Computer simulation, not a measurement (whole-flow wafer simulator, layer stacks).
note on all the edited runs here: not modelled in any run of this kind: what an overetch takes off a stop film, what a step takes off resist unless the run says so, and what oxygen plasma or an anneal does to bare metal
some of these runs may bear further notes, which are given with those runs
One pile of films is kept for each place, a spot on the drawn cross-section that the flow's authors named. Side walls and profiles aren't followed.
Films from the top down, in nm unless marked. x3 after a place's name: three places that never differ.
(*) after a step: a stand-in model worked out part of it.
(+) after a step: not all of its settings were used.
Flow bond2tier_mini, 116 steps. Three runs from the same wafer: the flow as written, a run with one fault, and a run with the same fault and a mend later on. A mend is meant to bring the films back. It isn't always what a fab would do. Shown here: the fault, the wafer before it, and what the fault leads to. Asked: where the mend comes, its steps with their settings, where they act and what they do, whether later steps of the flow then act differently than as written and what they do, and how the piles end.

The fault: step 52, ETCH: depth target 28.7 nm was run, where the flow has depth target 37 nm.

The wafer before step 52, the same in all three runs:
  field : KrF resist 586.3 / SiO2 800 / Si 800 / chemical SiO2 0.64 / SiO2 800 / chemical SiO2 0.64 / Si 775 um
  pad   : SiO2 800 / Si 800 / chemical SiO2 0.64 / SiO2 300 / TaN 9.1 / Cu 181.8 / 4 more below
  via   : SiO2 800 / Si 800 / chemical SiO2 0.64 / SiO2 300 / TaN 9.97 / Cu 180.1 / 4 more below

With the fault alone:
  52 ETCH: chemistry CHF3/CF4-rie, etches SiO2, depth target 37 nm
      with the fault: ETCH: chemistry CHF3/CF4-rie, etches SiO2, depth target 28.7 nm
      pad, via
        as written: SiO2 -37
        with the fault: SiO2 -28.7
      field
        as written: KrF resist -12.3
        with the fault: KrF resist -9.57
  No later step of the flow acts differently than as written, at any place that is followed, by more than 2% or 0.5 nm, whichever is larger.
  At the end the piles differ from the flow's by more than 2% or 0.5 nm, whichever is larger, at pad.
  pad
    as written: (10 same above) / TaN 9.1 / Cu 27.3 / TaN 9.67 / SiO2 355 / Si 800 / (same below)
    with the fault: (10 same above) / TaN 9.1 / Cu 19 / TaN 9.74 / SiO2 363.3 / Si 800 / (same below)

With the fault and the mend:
  The mend comes after step 53.
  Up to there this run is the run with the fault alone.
  53a COAT: KrF resist, thickness 600 nm (*) (the flow's step 47 once more)
      field
        KrF resist +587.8 (new film)
      pad
        KrF resist +612.7 (new film)
      via
        KrF resist +611.1 (new film)
  53b SOFTBAKE: KrF resist (the flow's step 48 once more)
      changes no film at any place that is followed
  53c EXPOSE: photomask T2TRIM, NA 0.6 (the flow's step 49 once more)
      changes no film at any place that is followed
  53d PEB: KrF resist (the flow's step 50 once more)
      changes no film at any place that is followed
  53e DEVELOP: developer TMAH-0.26N, 60 s (the flow's step 51 once more)
      field
        KrF resist -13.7
      pad
        KrF resist -612.7 (all of it)
      via
        KrF resist -611.1 (all of it)
  53f ETCH: chemistry CHF3/CF4-rie, etches SiO2, depth target 8.3 nm (the flow's step 52 once more, with other settings)
      pad, via
        SiO2 -8.3
      field
        KrF resist -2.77
  53g STRIP: chemistry O2, over-ash 100% (+) (the flow's step 53 once more)
      field
        KrF resist -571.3 (all of it)
  No later step of the flow acts differently than as written at any place that is followed.
  At the end the piles are the same as the flow's at every place that both follow.
